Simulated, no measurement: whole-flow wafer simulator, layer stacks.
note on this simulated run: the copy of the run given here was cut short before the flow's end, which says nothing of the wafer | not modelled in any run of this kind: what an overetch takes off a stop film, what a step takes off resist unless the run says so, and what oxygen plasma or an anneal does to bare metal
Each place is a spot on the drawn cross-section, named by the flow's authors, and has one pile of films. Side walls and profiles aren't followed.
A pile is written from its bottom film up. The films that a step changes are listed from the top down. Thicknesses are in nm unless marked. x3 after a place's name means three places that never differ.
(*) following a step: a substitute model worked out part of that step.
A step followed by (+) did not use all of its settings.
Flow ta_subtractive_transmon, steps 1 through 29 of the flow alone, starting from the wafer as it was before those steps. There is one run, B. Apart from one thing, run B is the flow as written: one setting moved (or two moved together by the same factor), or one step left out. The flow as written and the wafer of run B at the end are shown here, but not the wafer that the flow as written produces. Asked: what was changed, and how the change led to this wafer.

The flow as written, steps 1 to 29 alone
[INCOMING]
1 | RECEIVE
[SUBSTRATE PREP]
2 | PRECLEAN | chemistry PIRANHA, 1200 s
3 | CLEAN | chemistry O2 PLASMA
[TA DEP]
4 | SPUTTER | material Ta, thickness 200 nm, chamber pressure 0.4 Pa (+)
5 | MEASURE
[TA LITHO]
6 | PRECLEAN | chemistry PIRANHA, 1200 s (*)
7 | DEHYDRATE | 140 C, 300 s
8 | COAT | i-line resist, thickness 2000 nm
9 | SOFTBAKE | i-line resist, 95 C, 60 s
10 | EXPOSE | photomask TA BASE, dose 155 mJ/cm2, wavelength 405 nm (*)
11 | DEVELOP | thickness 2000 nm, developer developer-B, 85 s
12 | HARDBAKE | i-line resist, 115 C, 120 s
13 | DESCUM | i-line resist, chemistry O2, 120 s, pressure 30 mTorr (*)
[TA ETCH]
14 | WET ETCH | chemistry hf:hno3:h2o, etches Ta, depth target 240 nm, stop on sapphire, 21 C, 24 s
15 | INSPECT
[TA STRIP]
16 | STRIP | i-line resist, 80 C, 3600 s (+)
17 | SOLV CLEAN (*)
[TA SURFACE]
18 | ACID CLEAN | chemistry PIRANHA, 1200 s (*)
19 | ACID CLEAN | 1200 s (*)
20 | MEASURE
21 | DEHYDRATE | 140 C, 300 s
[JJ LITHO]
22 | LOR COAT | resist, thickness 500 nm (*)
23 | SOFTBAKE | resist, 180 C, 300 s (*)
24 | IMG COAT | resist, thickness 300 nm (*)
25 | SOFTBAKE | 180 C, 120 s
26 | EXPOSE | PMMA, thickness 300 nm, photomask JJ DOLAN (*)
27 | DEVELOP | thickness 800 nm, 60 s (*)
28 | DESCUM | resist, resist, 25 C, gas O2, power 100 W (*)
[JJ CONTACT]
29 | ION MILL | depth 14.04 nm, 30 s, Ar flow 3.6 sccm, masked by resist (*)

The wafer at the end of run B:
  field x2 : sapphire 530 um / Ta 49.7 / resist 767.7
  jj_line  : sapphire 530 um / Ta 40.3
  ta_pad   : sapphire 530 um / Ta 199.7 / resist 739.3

Cause: step 14, WET ETCH: 15 s was run, though the flow has 24 s.

Step by step, how the change led to this:
  14 | WET ETCH | chemistry hf:hno3:h2o, etches Ta, depth target 240 nm, stop on sapphire, 21 C, 24 s
      field x2, jj_line, lead: -150 Ta (it would be, as written: -200 Ta (all of it))
  22 | LOR COAT | resist, thickness 500 nm (*)
      lead: +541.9 resist (new film) (it would be, as written: +554.8 resist (new film))
      ta_contact: +456.8 resist (new film) (it would be, as written: +443.8 resist (new film))
  27 | DEVELOP | thickness 800 nm, 60 s (*)
      ta_contact: -747.5 resist (all of it) (it would be, as written: -731.2 resist (all of it))
  29 | ION MILL | depth 14.04 nm, 30 s, Ar flow 3.6 sccm, masked by resist (*)
      jj_line, lead: -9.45 Ta (it would be, as written: -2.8 sapphire)
With metal films that touch counted as one body, field x2 has 1 body; the flow as written gives 0 bodies.
With metal films that touch counted as one body, jj_line has 1 body; the flow as written gives 0 bodies.
